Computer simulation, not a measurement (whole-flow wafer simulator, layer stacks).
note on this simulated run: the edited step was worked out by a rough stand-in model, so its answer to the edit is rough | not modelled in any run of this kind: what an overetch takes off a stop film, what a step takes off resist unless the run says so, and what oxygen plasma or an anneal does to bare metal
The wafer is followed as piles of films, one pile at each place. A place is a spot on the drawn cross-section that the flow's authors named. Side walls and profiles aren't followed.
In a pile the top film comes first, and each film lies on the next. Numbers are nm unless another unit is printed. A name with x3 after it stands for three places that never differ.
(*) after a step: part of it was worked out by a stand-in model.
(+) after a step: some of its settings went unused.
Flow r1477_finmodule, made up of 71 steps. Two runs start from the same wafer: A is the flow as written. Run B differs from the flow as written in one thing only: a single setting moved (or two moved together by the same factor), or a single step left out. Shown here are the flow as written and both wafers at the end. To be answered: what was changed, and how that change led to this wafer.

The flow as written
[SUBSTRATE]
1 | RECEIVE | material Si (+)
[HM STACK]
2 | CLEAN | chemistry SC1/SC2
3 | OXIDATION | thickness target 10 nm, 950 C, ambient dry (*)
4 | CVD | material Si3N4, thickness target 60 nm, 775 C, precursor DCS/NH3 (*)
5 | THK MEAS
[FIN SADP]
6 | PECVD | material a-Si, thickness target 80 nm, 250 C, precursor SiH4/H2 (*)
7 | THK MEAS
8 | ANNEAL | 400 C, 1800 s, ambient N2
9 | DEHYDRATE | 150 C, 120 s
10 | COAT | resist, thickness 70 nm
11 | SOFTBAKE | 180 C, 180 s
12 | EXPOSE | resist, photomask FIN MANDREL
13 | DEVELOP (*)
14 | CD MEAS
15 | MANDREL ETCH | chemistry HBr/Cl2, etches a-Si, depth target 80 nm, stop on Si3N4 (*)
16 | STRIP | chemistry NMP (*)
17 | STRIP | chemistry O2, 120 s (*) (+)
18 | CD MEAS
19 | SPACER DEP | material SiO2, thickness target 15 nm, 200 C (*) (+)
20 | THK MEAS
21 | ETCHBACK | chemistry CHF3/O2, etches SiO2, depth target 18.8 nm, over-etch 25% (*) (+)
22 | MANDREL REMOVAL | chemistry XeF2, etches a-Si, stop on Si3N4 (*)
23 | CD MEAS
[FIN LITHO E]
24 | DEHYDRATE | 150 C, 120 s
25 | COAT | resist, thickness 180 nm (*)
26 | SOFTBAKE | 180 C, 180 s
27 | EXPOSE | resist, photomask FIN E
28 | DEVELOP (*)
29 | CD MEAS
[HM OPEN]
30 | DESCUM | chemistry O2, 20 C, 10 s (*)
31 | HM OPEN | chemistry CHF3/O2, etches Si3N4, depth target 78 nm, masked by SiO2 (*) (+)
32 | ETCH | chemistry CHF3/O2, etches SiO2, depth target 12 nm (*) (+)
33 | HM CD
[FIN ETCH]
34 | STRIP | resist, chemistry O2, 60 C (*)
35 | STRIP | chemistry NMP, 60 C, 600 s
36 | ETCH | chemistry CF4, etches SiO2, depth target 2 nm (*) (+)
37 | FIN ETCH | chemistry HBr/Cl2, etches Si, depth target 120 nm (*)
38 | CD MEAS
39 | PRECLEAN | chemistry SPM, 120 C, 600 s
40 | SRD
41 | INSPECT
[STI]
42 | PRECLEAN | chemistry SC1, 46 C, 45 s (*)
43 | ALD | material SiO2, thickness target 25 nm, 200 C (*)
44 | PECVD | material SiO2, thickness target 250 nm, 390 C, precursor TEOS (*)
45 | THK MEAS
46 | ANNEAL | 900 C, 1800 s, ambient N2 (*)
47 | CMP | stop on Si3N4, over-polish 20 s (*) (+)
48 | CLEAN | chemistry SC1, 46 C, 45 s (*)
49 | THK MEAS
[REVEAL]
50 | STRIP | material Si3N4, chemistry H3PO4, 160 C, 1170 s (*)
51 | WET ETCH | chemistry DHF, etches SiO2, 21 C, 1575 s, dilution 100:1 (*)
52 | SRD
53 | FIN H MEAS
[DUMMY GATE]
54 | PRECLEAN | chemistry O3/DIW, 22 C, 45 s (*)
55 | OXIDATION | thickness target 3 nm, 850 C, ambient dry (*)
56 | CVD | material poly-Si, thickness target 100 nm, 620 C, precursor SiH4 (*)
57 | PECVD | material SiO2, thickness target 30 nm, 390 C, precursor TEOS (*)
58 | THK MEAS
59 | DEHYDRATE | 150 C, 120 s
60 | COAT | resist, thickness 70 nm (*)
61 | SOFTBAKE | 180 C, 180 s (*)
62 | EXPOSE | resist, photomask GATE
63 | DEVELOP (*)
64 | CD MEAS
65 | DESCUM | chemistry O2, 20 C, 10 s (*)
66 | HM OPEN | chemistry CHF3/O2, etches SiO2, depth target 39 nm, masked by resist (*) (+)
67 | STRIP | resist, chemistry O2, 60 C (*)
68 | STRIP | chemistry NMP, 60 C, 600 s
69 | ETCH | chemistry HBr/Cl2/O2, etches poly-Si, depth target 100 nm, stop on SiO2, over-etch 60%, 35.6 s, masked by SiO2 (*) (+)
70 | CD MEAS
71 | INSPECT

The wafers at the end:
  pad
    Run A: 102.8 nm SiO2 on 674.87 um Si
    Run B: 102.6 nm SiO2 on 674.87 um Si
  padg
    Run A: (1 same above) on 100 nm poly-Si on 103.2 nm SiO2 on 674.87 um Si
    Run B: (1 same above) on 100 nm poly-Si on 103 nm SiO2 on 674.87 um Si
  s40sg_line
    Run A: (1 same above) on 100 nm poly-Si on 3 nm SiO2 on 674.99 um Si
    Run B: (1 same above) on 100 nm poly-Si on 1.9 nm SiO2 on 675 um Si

What caused this: step 55, OXIDATION: thickness target 1.9 nm was run, while the flow as written has thickness target 3 nm.
The wafer lets one read it off: s40sg_line has SiO2 1.9, and step 55 as written asks for 3 nm.

The path from the change to this, step by step:
  55 | OXIDATION | thickness target 3 nm, 850 C, ambient dry (*)
      s40sg_line, s45sg_line, s50sg_line, s40so_line, s45so_line, s50so_line: A +3 SiO2 (new film), -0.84 chemical SiO2 (all of it), -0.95 Si | B +1.9 SiO2 (new film), -0.84 chemical SiO2 (all of it), -0.46 Si
